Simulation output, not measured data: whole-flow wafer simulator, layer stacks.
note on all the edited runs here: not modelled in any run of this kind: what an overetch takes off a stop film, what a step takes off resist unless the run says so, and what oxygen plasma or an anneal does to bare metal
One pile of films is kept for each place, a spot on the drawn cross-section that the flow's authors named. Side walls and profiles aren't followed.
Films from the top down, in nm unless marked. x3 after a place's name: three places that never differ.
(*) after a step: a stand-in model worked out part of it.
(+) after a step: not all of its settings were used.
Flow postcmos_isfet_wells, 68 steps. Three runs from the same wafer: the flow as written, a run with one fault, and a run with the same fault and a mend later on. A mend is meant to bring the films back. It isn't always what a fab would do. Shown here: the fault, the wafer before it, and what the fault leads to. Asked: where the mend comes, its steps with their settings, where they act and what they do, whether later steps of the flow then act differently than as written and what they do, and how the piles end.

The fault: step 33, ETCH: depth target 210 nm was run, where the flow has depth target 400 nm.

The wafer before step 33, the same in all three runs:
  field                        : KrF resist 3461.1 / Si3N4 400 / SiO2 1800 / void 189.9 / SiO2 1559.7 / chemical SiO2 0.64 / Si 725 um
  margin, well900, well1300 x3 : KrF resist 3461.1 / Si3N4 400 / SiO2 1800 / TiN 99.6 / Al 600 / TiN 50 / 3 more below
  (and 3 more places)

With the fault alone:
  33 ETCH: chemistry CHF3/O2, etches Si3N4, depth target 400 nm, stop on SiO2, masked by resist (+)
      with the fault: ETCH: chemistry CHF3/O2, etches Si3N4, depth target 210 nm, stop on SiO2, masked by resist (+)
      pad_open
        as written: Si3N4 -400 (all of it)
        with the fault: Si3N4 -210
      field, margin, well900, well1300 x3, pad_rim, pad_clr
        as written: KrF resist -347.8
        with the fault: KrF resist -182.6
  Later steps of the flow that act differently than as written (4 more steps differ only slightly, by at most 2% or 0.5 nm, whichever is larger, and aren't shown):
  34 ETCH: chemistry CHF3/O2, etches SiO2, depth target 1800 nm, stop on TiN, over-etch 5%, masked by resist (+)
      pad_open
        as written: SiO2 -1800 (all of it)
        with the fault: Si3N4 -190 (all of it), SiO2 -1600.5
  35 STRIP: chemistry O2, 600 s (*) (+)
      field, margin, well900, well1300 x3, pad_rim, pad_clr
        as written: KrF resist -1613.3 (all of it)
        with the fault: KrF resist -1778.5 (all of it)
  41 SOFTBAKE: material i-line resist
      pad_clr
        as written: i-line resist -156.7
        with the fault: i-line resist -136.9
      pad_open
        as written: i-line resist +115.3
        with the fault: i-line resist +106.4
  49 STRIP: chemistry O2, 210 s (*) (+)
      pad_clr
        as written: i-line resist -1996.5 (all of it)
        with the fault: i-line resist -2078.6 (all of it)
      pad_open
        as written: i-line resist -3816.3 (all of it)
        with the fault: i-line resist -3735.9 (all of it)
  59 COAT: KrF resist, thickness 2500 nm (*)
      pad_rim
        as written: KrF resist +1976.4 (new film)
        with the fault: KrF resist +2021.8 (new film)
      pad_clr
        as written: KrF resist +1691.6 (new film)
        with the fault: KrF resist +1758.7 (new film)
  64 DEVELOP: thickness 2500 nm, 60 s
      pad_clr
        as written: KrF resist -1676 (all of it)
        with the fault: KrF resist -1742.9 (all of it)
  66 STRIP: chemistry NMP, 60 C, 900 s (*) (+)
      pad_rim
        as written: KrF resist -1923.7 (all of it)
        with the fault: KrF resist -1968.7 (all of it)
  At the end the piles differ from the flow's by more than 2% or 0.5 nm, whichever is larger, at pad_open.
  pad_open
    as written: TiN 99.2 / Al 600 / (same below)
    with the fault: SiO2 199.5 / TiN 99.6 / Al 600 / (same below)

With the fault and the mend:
  The mend comes after step 33.
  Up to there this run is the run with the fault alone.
  33a ETCH: chemistry CHF3/O2, etches Si3N4, depth target 190 nm, stop on SiO2, masked by resist (the flow's step 33 once more, with other settings)
      field, margin, well900, well1300 x3, pad_rim, pad_clr
        KrF resist -165.2
      pad_open
        Si3N4 -190 (all of it)
  No later step of the flow acts differently than as written at any place that is followed.
  At the end the piles are the same as the flow's at every place that both follow.
